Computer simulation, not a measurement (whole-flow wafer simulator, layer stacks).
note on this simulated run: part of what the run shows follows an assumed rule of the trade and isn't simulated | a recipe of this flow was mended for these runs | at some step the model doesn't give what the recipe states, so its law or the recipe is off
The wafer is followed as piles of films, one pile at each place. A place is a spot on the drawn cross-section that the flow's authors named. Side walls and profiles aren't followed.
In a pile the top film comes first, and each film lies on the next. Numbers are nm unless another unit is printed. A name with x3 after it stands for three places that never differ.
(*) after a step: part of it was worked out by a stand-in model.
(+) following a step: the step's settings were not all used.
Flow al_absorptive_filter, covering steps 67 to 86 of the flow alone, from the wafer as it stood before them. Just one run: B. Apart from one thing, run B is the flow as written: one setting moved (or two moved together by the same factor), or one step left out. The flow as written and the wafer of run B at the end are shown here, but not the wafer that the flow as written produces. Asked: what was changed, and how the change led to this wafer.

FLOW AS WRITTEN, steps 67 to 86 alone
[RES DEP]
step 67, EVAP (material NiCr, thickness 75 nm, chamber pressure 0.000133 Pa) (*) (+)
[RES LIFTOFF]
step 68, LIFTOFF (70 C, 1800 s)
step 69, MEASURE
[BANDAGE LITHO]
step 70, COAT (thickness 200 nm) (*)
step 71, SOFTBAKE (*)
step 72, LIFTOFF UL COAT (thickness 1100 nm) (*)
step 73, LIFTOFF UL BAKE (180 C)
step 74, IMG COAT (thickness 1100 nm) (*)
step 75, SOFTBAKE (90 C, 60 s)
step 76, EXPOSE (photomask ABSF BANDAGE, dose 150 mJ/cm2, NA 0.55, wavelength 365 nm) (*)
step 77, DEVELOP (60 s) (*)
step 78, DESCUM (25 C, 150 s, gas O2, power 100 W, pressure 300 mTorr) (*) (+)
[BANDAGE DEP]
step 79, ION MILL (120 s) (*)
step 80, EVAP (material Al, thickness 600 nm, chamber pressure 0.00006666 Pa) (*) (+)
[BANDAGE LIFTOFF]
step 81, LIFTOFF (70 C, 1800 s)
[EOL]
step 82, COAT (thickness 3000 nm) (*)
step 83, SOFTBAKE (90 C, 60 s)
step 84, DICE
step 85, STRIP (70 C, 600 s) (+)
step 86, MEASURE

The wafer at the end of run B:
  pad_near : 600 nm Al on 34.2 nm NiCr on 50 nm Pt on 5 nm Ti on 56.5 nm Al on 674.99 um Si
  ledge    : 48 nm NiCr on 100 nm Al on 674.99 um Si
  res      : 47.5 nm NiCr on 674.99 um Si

The reason: step 67, EVAP: thickness 48 nm was run, whereas the flow has thickness 75 nm.
The wafer lets one read it off: ledge has NiCr 48, and step 67 as written asks for 75 nm.

How this came from the change, step by step:
  step 67, EVAP (material NiCr, thickness 75 nm, chamber pressure 0.000133 Pa) (*) (+)
      gnd, pad_far, ledge and 9 more: NiCr gains 48 (new film) (in the flow as written it would be: NiCr gains 75 (new film))
      pad_near, res: NiCr gains 47.5 (new film) (in the flow as written it would be: NiCr gains 74.2 (new film))
  step 68, LIFTOFF (70 C, 1800 s)
      xa_field, xl_land, idc_field: NiCr loses 48 (all of it), i-line-resist loses 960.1 (all of it), lift-off-underlayer loses 1100 (all of it), acrylic-e-beam-resist loses 200 (all of it) (in the flow as written it would be: NiCr loses 75 (all of it), i-line-resist loses 960.1 (all of it), lift-off-underlayer loses 1100 (all of it), acrylic-e-beam-resist loses 200 (all of it))
      gnd: NiCr loses 48 (all of it), i-line-resist loses 959.5 (all of it), lift-off-underlayer loses 1100.9 (all of it), acrylic-e-beam-resist loses 200.6 (all of it) (in the flow as written it would be: NiCr loses 75 (all of it), i-line-resist loses 959.5 (all of it), lift-off-underlayer loses 1100.9 (all of it), acrylic-e-beam-resist loses 200.6 (all of it))
      (and at 7 other places as well)
  step 70, COAT (thickness 200 nm) (*)
      pad_near: acrylic-e-beam-resist gains 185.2 (new film) (in the flow as written it would be: acrylic-e-beam-resist gains 180.9 (new film))
      res: acrylic-e-beam-resist gains 222.9 (new film) (in the flow as written it would be: acrylic-e-beam-resist gains 218.1 (new film))
  step 78, DESCUM (25 C, 150 s, gas O2, power 100 W, pressure 300 mTorr) (*) (+)
      pad_near: acrylic-e-beam-resist loses 185.2 (all of it) (in the flow as written it would be: acrylic-e-beam-resist loses 180.9 (all of it))
  step 81, LIFTOFF (70 C, 1800 s)
      res: Al loses 600 (all of it), i-line-resist loses 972 (all of it), lift-off-underlayer loses 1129 (all of it), acrylic-e-beam-resist loses 222.9 (all of it) (in the flow as written it would be: Al loses 600 (all of it), i-line-resist loses 964.1 (all of it), lift-off-underlayer loses 1118.2 (all of it), acrylic-e-beam-resist loses 218.1 (all of it))
  step 83, SOFTBAKE (90 C, 60 s)
      gnd: i-line-resist gains 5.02 (in the flow as written it would be: i-line-resist gains 6.13)
      pad_near: i-line-resist loses 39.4 (in the flow as written it would be: i-line-resist loses 41.1)
      (and at 2 other places as well)
